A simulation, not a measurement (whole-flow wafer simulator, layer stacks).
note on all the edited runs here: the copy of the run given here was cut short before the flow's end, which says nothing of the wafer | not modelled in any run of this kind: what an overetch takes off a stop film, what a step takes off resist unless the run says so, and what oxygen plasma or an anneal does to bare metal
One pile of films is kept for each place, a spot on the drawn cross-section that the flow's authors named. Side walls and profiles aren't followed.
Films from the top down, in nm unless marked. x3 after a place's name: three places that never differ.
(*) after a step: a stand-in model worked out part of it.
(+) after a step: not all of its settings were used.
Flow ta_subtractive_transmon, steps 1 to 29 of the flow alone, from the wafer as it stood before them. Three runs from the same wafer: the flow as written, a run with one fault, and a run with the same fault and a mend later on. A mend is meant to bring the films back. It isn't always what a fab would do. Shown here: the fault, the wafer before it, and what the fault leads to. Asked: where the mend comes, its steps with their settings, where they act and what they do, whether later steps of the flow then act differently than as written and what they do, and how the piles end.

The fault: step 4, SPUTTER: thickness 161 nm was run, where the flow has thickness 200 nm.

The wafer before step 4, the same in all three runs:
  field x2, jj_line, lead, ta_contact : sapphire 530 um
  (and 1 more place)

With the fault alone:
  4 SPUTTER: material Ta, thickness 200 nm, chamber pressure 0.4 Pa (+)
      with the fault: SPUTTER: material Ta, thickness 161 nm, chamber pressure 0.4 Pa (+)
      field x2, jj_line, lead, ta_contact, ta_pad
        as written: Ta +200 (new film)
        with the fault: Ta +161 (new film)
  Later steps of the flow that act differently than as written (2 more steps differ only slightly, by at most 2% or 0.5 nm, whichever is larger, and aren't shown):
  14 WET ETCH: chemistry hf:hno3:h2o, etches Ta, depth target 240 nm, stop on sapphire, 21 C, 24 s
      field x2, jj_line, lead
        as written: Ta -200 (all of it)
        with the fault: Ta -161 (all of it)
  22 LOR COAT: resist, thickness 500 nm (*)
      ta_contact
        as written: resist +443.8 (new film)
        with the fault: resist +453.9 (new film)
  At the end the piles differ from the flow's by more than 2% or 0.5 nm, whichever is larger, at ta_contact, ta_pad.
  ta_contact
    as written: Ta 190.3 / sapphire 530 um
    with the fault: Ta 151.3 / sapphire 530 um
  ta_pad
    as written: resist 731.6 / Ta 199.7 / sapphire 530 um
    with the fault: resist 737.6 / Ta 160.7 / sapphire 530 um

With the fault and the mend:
  The mend comes after step 5.
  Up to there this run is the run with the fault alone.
  5a WET ETCH: chemistry hf:hno3:h2o, etches Ta, depth target 185 nm, stop on sapphire, 21 C, 18.5 s
      field x2, jj_line, lead, ta_contact, ta_pad
        Ta -161 (all of it)
  5b SPUTTER: material Ta, thickness 200 nm, chamber pressure 0.4 Pa (+) (the flow's step 4 once more)
      field x2, jj_line, lead, ta_contact, ta_pad
        Ta +200 (new film)
  No later step of the flow acts differently than as written at any place that is followed.
  At the end the piles are the same as the flow's at every place that both follow.
